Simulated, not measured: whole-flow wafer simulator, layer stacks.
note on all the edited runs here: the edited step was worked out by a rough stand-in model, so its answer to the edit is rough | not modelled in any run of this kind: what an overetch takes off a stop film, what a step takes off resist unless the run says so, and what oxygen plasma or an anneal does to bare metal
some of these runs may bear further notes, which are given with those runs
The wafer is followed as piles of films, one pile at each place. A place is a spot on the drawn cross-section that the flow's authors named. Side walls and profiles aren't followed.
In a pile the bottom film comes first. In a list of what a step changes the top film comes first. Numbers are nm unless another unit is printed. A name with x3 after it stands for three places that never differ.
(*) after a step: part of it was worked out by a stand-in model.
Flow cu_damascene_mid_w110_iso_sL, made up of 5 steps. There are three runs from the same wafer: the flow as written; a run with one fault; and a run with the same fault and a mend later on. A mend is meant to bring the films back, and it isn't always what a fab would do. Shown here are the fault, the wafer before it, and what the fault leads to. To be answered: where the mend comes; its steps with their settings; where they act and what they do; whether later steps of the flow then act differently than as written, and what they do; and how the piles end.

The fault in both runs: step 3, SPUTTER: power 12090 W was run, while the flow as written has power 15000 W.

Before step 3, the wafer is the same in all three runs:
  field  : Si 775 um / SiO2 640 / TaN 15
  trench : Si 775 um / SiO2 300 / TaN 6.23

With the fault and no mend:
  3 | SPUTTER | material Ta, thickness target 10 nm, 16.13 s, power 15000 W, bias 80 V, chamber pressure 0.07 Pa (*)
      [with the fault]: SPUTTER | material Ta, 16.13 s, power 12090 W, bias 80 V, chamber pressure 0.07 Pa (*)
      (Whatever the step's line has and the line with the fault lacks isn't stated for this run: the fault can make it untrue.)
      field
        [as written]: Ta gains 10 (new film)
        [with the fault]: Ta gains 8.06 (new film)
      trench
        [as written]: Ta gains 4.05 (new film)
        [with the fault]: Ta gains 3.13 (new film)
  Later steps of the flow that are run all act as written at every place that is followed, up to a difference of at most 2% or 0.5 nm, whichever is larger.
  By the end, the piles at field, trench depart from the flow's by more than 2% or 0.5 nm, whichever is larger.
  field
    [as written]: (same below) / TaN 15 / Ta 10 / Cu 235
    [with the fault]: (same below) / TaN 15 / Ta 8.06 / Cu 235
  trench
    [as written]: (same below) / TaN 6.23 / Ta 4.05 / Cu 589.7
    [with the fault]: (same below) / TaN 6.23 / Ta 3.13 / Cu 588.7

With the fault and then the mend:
  The mend stands after step 3.
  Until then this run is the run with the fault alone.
  3a | SPUTTER | material Ta, 3.203 s, power 15000 W, bias 80 V, chamber pressure 0.07 Pa (*) (the flow's step 3 again, with other settings)
      field
        Ta gains 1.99
      trench
        Ta gains 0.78
  Later steps of the flow that are run all act as written at every place that is followed, up to a difference of at most 2% or 0.5 nm, whichever is larger.
  When the end is reached, the piles differ only a little from the flow's at the places that both follow, at most by 2% or 0.5 nm, whichever is larger.
